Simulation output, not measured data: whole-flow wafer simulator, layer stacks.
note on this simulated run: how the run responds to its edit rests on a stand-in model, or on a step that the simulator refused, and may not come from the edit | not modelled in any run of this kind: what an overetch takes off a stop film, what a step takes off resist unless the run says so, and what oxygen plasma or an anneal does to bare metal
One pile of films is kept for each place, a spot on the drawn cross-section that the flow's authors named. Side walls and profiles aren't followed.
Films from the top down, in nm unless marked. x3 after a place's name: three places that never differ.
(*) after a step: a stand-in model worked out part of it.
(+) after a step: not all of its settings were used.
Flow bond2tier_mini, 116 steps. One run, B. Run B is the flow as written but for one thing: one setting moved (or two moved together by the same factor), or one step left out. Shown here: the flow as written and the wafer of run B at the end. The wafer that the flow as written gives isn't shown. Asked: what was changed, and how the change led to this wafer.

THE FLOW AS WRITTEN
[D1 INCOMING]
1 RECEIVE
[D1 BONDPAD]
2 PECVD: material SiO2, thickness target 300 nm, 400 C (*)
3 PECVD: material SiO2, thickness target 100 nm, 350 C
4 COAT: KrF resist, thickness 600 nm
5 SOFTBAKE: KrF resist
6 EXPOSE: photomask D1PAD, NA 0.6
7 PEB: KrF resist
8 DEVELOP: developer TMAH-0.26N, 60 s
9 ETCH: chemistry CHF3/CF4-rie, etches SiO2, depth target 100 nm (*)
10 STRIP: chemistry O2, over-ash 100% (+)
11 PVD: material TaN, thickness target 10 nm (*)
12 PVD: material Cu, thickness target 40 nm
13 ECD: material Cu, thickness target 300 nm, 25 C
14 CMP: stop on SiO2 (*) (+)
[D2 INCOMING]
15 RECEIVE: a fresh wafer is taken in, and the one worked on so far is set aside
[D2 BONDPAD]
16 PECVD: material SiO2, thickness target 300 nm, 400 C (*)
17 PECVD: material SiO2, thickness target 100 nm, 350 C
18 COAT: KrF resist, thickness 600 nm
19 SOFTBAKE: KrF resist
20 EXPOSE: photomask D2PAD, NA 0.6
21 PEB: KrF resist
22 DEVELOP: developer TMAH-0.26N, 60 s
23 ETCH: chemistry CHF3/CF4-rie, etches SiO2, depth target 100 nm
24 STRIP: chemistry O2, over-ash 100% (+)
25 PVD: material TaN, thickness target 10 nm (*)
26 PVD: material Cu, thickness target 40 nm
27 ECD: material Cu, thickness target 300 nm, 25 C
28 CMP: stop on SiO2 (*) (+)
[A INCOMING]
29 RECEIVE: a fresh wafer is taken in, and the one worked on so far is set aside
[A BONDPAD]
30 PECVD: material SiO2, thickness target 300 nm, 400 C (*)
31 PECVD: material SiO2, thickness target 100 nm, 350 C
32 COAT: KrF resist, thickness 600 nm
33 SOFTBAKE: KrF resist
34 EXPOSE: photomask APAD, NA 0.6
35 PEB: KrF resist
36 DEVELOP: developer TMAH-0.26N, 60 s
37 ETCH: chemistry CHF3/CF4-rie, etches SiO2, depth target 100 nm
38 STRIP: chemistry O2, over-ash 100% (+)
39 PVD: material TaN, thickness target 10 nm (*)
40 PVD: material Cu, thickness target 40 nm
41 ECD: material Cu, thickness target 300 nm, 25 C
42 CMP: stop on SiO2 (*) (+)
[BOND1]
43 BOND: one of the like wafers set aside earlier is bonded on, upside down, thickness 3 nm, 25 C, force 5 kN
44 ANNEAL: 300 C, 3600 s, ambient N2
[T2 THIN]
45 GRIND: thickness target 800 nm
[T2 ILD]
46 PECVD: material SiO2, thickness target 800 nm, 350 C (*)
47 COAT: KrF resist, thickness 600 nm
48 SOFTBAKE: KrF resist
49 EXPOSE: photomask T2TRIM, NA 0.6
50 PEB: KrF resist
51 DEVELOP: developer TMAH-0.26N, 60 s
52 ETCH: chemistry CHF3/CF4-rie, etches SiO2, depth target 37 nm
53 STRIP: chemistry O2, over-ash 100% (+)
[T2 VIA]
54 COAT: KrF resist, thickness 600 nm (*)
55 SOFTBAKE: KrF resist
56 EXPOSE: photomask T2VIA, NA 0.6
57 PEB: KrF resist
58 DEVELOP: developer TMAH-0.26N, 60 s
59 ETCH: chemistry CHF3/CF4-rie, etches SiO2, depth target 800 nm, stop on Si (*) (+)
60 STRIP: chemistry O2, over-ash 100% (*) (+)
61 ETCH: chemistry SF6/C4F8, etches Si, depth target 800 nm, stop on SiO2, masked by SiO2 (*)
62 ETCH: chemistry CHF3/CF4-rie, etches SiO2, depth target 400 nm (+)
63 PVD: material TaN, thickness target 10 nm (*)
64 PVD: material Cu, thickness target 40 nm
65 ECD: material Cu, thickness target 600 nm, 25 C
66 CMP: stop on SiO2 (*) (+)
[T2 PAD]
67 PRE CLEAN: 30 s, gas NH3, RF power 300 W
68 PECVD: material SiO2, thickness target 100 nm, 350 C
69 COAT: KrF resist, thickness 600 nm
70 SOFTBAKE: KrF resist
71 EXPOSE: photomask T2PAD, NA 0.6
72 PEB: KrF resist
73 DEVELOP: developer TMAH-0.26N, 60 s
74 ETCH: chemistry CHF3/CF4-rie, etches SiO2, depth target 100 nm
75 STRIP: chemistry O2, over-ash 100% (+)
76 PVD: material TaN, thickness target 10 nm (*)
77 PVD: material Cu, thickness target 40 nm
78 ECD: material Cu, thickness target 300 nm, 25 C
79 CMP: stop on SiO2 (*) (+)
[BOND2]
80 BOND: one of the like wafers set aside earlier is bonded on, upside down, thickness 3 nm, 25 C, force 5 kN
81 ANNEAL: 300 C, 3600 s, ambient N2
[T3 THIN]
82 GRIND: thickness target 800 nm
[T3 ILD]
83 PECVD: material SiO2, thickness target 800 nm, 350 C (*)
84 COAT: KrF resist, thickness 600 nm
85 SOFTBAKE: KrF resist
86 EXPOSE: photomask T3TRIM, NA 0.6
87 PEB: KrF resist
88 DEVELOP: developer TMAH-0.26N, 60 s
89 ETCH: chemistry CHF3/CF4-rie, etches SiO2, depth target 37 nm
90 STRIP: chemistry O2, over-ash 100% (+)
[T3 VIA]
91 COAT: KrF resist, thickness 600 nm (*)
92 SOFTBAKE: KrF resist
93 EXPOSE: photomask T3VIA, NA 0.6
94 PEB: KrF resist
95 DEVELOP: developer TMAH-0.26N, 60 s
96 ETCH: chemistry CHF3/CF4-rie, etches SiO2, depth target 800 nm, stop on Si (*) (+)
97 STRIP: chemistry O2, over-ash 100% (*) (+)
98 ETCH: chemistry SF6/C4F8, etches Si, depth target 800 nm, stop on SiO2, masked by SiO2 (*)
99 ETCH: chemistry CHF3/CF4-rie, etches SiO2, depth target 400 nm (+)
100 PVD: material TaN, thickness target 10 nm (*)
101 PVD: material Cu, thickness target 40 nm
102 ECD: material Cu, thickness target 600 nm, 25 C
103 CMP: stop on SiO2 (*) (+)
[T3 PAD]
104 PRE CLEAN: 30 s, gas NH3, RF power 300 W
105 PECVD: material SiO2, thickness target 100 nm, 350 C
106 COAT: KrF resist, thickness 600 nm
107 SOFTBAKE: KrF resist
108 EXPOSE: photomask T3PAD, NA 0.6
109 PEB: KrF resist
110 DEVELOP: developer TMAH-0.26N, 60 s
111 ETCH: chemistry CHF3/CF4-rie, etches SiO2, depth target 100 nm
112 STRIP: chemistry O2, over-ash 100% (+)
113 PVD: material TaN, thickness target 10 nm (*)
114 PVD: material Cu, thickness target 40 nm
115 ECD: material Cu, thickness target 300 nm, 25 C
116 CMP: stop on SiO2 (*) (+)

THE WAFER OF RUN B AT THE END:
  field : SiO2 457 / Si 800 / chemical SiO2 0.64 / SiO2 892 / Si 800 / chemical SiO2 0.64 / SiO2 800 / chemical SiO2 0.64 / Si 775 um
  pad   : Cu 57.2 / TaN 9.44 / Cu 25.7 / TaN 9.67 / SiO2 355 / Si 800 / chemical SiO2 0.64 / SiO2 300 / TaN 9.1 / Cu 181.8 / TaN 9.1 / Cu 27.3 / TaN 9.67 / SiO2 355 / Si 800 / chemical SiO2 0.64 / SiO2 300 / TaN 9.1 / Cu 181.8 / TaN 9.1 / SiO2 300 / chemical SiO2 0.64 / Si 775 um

The cause: step 105, PECVD: thickness target 65 nm was run, where the flow has thickness target 100 nm.

How the change led to this, step by step:
  105 PECVD: material SiO2, thickness target 100 nm, 350 C
      field: SiO2 +65 (as written it would be: SiO2 +100)
      pad: SiO2 +65 (new film) (as written it would be: SiO2 +100 (new film))
  111 ETCH: chemistry CHF3/CF4-rie, etches SiO2, depth target 100 nm
      pad: SiO2 -65 (all of it), Cu -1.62 (as written it would be: SiO2 -100 (all of it))
      field: KrF resist -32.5 (as written it would be: KrF resist -33.3)
  114 PVD: material Cu, thickness target 40 nm
      pad: Cu +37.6 (new film) (as written it would be: Cu +36.4 (new film))
  115 ECD: material Cu, thickness target 300 nm, 25 C
      pad: Cu +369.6 (as written it would be: Cu +404.5)
